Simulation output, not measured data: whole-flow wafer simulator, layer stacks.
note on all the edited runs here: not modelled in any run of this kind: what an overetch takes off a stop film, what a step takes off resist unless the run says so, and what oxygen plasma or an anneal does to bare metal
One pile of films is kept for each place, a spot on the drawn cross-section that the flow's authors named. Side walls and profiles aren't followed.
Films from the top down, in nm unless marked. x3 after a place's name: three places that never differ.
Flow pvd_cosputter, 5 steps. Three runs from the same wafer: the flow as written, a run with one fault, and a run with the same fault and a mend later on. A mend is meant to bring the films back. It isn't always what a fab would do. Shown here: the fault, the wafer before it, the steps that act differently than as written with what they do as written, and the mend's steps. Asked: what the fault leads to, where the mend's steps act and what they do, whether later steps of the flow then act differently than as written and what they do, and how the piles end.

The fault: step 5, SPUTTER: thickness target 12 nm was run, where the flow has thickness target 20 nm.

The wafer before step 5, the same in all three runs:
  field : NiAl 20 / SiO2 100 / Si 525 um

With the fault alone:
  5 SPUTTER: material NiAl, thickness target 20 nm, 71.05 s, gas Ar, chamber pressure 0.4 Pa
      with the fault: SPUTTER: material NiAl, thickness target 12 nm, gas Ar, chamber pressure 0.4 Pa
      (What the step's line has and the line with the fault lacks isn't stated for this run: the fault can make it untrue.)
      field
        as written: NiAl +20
        with the fault: NiAl +12
  No later step of the flow acts differently than as written at any place that is followed.
  At the end the piles differ from the flow's by more than 2% or 0.5 nm, whichever is larger, at field.
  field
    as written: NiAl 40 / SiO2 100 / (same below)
    with the fault: NiAl 32 / SiO2 100 / (same below)

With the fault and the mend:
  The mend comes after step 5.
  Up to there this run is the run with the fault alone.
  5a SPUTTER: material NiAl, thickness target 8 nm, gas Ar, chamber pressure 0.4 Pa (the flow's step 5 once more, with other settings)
      field
        NiAl +8
  No later step of the flow acts differently than as written at any place that is followed.
  At the end the piles are the same as the flow's at every place that both follow.
